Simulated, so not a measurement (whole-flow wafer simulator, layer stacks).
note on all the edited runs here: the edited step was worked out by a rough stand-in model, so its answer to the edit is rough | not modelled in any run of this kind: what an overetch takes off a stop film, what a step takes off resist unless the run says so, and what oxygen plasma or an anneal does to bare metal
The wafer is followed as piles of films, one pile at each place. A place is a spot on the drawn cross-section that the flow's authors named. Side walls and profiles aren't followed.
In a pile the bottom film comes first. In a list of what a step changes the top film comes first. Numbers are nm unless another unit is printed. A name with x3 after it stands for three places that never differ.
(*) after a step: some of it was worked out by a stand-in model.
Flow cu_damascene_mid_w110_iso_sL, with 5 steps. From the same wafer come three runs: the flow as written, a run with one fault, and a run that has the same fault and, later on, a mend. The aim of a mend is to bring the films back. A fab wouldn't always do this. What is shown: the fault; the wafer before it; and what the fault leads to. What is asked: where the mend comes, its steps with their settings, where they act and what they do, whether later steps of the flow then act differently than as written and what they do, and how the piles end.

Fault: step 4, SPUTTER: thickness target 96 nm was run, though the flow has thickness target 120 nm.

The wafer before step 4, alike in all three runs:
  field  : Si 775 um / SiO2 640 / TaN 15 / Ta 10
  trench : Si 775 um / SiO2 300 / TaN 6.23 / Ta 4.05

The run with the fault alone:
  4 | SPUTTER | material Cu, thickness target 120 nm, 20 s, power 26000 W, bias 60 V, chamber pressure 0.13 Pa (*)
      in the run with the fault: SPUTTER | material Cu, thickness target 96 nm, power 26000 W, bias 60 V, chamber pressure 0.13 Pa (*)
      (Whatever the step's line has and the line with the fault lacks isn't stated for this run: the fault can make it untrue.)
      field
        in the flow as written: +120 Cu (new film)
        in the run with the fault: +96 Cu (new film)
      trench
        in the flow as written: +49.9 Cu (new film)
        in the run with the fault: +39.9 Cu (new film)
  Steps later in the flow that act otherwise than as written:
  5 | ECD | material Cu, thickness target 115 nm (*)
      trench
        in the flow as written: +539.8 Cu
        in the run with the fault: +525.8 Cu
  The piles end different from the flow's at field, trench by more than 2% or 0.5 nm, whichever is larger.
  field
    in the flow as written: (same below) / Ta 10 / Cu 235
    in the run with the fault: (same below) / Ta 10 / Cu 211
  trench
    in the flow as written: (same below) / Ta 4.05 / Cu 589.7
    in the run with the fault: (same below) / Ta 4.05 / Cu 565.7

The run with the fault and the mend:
  After step 4 comes the mend.
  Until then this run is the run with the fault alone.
  4a | SPUTTER | material Cu, thickness target 24 nm, power 26000 W, bias 60 V, chamber pressure 0.13 Pa (*) (the flow's step 4, run once more with other settings)
      field
        +24 Cu
      trench
        +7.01 Cu
  None of the later steps of the flow differs from how it acts as written, at any place that is followed, by more than 2% or 0.5 nm, whichever is larger.
  By the end, the piles equal the flow's at every place that both follow.
